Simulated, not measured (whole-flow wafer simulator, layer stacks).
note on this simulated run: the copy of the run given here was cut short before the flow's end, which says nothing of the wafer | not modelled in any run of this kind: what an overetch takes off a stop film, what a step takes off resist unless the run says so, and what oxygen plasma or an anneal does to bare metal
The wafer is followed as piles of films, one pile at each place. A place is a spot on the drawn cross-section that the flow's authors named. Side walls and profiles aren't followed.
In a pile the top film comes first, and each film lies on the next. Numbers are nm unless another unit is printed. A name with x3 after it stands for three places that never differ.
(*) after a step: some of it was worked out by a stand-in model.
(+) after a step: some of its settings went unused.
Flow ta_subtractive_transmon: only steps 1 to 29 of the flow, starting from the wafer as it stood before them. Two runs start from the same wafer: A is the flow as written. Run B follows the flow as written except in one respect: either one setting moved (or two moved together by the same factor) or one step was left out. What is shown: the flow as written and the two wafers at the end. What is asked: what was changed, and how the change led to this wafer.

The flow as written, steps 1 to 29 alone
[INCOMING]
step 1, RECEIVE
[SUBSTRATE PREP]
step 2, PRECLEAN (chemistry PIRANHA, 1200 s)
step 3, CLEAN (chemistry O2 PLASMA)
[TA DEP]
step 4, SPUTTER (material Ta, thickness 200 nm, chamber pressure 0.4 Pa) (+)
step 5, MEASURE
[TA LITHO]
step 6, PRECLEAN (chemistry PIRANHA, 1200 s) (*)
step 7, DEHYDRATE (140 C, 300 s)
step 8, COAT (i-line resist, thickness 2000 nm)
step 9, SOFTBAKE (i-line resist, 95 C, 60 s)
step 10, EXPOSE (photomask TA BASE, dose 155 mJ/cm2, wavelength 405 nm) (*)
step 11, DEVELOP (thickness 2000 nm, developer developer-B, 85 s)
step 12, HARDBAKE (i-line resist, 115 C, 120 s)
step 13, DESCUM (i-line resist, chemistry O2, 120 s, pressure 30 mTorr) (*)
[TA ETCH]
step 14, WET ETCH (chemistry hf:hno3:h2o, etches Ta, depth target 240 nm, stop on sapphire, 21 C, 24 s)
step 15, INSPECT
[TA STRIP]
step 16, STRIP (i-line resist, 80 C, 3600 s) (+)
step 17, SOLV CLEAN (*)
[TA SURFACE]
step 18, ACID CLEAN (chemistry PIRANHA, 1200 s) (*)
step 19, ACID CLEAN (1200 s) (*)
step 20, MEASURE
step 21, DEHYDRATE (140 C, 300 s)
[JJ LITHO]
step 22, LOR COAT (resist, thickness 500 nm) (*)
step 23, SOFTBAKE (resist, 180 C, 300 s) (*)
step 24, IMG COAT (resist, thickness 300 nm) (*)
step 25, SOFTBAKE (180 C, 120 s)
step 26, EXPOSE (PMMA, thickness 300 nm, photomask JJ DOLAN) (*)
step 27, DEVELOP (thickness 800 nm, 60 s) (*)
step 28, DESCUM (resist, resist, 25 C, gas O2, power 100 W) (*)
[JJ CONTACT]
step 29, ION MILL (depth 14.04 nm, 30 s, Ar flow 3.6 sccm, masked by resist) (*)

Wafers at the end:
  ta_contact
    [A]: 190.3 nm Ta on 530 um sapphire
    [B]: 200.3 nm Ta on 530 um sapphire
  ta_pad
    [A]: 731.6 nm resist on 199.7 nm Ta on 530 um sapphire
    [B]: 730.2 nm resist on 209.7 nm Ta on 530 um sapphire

Cause: step 4, SPUTTER: thickness 210 nm was run, though the flow has thickness 200 nm.

The path from the change to this, step by step:
  step 4, SPUTTER (material Ta, thickness 200 nm, chamber pressure 0.4 Pa) (+)
      field x2, jj_line, lead, ta_contact, ta_pad: A +200 Ta (new film) | B +210 Ta (new film)
  step 14, WET ETCH (chemistry hf:hno3:h2o, etches Ta, depth target 240 nm, stop on sapphire, 21 C, 24 s)
      field x2, jj_line, lead: A -200 Ta (all of it) | B -210 Ta (all of it)
